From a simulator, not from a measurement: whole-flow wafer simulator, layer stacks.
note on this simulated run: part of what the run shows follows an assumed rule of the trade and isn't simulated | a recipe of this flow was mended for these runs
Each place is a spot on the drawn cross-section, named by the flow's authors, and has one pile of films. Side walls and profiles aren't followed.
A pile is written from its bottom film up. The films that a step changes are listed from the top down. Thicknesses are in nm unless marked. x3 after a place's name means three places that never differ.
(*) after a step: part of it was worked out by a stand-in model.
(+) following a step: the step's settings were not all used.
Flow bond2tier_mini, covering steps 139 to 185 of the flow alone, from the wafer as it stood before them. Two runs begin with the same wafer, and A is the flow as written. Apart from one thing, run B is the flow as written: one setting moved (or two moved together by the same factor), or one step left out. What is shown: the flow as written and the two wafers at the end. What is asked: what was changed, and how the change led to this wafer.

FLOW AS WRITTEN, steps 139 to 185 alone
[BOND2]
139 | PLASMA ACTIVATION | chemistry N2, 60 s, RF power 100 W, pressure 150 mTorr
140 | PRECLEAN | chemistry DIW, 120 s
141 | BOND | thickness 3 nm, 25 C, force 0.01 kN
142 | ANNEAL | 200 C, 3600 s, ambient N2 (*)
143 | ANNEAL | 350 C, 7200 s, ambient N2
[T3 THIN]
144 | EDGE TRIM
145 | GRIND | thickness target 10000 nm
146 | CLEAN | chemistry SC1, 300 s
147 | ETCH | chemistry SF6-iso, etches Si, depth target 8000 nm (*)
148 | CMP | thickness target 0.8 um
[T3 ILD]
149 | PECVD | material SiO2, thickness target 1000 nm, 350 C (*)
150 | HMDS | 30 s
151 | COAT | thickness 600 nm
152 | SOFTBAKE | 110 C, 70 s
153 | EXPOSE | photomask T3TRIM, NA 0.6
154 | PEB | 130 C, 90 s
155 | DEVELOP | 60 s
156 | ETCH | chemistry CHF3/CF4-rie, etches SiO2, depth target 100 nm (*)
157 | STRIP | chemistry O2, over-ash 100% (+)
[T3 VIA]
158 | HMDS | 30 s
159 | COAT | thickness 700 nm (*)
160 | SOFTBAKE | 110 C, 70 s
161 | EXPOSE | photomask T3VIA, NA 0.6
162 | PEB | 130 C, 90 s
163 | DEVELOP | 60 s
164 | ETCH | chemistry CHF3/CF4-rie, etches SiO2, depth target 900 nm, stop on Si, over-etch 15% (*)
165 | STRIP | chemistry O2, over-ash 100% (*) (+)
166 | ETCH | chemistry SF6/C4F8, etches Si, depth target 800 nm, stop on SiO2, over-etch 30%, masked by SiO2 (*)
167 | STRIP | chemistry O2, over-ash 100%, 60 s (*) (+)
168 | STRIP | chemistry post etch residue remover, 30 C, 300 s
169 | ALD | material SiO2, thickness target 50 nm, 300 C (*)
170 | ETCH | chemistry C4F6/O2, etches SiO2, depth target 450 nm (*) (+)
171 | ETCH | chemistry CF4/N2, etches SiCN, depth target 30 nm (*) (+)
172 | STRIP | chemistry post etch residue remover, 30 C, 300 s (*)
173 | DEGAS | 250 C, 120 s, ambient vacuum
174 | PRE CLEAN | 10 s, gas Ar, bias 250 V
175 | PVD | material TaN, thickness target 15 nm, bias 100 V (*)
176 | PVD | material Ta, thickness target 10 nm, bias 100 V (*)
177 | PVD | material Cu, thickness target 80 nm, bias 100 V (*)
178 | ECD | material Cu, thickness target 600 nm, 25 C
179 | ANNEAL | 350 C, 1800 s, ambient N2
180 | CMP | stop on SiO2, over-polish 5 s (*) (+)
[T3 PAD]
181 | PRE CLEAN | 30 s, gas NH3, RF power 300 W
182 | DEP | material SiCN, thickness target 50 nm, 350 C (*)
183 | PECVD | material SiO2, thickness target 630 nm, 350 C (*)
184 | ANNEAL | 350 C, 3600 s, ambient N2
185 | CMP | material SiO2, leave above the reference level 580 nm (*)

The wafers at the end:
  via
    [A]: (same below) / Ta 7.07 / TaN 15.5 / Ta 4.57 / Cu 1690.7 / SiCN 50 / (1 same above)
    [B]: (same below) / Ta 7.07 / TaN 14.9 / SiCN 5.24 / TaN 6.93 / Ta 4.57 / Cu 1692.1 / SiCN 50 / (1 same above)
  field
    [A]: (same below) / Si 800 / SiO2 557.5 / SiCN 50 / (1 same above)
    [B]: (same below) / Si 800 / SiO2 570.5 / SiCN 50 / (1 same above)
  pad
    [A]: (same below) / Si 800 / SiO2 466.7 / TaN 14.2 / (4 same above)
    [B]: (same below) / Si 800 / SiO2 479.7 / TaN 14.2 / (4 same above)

What caused this: step 171, ETCH: depth target 10.5 nm was run, whereas the flow has depth target 30 nm.

How this came from the change, step by step:
  171 | ETCH | chemistry CF4/N2, etches SiCN, depth target 30 nm (*) (+)
      via: A -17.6 SiCN (all of it), -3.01 TaN | B -10.5 SiCN
      field, pad: A -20 SiO2 | B -7 SiO2
  174 | PRE CLEAN | 10 s, gas Ar, bias 250 V
      via: A -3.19 TaN | B -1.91 SiCN
  175 | PVD | material TaN, thickness target 15 nm, bias 100 V (*)
      via: A +6.94 TaN | B +6.93 TaN (new film)
With metal films that touch counted as one body, via has 2 bodies (between them, from the top down: SiCN 5.24); the flow as written gives 1 body.
